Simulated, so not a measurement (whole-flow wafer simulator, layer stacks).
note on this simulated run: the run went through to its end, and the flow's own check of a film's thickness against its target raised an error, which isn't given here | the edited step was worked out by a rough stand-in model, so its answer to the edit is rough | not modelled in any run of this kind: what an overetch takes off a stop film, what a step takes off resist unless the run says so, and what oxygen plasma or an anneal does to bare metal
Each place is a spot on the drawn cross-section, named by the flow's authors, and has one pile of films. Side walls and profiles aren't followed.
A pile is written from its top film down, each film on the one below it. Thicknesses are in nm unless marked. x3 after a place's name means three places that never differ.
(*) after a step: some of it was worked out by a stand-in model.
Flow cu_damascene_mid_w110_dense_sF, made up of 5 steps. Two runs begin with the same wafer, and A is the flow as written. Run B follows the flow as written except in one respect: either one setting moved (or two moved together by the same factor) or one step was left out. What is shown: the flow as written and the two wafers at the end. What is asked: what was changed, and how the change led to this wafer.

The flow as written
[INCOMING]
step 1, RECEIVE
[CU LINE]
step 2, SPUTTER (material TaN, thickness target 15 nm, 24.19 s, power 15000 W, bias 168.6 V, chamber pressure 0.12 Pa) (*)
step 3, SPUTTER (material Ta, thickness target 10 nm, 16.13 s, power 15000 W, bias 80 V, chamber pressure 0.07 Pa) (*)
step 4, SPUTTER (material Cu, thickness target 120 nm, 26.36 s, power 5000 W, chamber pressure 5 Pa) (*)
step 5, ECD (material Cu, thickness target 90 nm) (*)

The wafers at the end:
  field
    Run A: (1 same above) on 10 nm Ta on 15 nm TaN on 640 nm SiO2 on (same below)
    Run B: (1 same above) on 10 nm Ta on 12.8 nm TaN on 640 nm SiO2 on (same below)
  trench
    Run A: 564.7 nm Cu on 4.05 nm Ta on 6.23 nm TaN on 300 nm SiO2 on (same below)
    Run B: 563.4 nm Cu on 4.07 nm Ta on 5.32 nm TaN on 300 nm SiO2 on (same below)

Cause: step 2, SPUTTER: thickness target 12.8 nm was run, whereas the flow has thickness target 15 nm; step 2, SPUTTER: 20.56 s was run, where the flow has 24.19 s.
The wafer itself shows it: field has TaN 12.8, and step 2 as written asks for 15 nm.

Step by step, how the change led to this:
  step 2, SPUTTER (material TaN, thickness target 15 nm, 24.19 s, power 15000 W, bias 168.6 V, chamber pressure 0.12 Pa) (*)
      field: A +15 TaN (new film) | B +12.8 TaN (new film)
      trench: A +6.23 TaN (new film) | B +5.32 TaN (new film)
